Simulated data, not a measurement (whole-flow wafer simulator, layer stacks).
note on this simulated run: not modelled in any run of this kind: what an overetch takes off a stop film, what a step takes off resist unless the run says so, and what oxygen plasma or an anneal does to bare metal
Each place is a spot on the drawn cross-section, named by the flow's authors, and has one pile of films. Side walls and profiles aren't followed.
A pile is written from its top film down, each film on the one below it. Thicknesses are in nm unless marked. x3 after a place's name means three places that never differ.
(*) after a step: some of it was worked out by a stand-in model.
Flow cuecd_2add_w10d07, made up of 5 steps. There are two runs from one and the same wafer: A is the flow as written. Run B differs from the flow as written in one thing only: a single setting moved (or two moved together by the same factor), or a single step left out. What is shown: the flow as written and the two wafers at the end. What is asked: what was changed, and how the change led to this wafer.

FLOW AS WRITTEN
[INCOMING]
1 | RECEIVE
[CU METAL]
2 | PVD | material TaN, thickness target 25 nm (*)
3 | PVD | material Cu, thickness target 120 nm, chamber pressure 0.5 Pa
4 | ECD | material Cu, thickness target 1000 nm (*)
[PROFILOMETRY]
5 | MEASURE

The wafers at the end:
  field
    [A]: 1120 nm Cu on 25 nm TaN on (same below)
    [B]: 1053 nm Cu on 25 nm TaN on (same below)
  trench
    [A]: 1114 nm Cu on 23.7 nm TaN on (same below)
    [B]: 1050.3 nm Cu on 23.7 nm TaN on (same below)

The reason: step 3, PVD: thickness target 53 nm was run, while the flow as written has thickness target 120 nm.

Step by step, how the change led to this:
  3 | PVD | material Cu, thickness target 120 nm, chamber pressure 0.5 Pa
      field: A Cu gains 120 (new film) | B Cu gains 53 (new film)
      trench: A Cu gains 114 (new film) | B Cu gains 50.3 (new film)
